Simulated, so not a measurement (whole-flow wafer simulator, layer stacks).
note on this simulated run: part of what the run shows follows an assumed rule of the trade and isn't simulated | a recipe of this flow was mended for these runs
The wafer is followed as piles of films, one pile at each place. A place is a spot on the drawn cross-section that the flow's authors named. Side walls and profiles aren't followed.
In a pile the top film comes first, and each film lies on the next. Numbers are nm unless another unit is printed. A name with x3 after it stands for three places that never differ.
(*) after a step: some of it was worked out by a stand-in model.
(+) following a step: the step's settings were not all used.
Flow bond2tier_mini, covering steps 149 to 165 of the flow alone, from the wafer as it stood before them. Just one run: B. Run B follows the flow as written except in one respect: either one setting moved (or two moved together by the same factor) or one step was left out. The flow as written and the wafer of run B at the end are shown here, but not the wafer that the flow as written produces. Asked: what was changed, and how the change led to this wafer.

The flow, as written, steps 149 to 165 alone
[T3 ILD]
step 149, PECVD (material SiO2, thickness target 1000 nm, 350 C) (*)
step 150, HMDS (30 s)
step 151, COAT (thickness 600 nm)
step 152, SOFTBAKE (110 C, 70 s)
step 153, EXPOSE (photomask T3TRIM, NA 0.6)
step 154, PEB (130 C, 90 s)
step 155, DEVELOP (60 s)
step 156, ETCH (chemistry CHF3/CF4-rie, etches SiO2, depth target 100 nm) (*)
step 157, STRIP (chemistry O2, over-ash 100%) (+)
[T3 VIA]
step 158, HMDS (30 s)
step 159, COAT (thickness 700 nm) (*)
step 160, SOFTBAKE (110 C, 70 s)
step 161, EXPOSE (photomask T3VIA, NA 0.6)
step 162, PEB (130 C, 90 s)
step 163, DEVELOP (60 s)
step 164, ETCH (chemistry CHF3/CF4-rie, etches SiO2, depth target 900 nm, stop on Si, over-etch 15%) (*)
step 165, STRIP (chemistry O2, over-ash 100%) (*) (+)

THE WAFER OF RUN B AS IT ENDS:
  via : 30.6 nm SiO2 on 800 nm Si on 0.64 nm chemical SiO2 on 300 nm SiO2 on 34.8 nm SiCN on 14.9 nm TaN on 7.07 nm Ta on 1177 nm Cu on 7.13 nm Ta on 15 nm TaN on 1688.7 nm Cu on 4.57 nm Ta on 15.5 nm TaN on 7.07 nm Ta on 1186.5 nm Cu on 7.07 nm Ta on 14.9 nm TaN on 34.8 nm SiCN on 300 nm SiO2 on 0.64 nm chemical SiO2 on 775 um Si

Cause: step 164, ETCH: depth target 756 nm was run, whereas the flow has depth target 900 nm.

How this came from the change, step by step:
  step 164, ETCH (chemistry CHF3/CF4-rie, etches SiO2, depth target 900 nm, stop on Si, over-etch 15%) (*)
      via: -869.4 SiO2 (in the flow as written it would be: -900 SiO2 (all of it), -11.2 Si)
      field, pad: -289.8 thick-KrF-resist (in the flow as written it would be: -345 thick-KrF-resist)
  step 165, STRIP (chemistry O2, over-ash 100%) (*) (+)
      field: -341.8 thick-KrF-resist (all of it) (in the flow as written it would be: -286.6 thick-KrF-resist (all of it))
      pad: -428.1 thick-KrF-resist (all of it) (in the flow as written it would be: -372.9 thick-KrF-resist (all of it))
